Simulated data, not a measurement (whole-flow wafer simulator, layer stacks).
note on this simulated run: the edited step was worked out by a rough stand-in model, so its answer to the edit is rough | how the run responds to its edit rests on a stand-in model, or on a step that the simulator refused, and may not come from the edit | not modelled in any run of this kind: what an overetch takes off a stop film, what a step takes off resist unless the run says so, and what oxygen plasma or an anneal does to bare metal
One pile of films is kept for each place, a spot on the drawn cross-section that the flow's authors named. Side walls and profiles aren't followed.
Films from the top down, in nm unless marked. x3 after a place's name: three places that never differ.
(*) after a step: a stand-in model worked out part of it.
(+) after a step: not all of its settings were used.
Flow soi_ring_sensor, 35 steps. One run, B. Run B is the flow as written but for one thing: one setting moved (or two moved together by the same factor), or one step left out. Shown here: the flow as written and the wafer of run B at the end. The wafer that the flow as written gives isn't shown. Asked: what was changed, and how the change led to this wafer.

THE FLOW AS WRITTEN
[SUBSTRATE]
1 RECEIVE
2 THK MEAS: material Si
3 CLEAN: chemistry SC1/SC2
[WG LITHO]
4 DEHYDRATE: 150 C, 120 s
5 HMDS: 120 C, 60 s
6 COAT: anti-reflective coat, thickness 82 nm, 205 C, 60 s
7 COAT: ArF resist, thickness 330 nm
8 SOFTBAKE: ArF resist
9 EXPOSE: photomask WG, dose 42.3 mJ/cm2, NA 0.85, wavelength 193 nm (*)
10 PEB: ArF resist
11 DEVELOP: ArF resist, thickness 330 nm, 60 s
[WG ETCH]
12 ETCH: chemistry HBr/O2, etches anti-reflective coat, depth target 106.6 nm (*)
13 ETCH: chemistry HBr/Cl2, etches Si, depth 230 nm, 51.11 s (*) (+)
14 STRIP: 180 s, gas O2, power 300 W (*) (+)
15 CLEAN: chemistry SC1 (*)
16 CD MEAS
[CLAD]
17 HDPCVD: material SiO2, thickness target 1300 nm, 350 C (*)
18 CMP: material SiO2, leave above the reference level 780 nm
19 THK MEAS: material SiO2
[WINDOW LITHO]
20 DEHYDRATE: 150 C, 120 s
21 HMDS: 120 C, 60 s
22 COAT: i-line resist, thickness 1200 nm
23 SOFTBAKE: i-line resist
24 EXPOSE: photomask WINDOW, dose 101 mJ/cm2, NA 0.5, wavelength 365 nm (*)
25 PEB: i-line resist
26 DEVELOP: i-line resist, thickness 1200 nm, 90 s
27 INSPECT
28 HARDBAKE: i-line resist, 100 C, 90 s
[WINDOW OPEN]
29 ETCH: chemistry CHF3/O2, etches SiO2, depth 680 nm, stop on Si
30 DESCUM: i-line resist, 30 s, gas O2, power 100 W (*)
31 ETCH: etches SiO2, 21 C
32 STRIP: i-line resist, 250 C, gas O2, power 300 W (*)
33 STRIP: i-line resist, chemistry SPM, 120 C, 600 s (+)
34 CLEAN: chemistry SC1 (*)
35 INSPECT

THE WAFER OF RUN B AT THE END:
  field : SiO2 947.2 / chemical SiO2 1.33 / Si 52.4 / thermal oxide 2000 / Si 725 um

The cause: step 13, ETCH: depth 167 nm was run, where the flow has depth 230 nm; step 13, ETCH: 37.05 s was run, where the flow has 51.11 s.

How the change led to this, step by step:
  13 ETCH: chemistry HBr/Cl2, etches Si, depth 230 nm, 51.11 s (*) (+)
      gap, window, field, gap_clad: Si -167 (as written it would be: Si -220 (all of it), thermal oxide -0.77)
      core, core_clad: ArF resist -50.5 (as written it would be: ArF resist -69.7)
  14 STRIP: 180 s, gas O2, power 300 W (*) (+)
      gap, window, field, gap_clad: chemical SiO2 +1.33 (new film), Si -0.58 (as written it would be: nothing)
      core, core_clad: ArF resist -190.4 (all of it), anti-reflective coat -82 (all of it), chemical SiO2 +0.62, Si -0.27 (as written it would be: ArF resist -171.2 (all of it), anti-reflective coat -82 (all of it), chemical SiO2 +0.63, Si -0.28)
  18 CMP: material SiO2, leave above the reference level 780 nm
      gap, window, field, gap_clad: SiO2 -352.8 (as written it would be: SiO2 -298.2)
